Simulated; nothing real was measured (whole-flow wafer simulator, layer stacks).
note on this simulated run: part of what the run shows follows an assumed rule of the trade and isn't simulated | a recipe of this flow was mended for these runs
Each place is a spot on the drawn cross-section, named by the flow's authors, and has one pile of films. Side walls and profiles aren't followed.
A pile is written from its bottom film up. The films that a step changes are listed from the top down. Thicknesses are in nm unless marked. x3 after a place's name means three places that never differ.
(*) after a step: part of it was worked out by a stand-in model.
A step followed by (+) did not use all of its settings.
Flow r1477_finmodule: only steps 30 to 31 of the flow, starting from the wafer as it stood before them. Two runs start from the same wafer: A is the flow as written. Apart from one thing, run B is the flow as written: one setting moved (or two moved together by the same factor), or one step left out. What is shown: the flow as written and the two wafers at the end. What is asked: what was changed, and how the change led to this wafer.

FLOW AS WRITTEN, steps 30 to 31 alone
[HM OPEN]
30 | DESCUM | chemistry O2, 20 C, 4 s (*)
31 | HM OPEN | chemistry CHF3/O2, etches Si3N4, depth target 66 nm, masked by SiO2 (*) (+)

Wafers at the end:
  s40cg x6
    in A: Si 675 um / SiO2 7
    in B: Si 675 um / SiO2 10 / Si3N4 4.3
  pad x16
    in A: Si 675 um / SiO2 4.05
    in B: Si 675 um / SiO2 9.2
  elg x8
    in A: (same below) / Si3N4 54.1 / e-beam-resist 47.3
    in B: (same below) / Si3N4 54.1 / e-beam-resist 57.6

Cause: step 31, HM OPEN: depth target 55.7 nm was run, while the flow as written has depth target 66 nm.

Step by step, how the change led to this:
  31 | HM OPEN | chemistry CHF3/O2, etches Si3N4, depth target 66 nm, masked by SiO2 (*) (+)
      s40cg x6: A -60 Si3N4 (all of it), -3 SiO2 | B -55.7 Si3N4
      pad x16: A -54.1 Si3N4 (all of it), -5.95 SiO2 | B -54.1 Si3N4 (all of it), -0.8 SiO2
      (as well as at 14 more places)
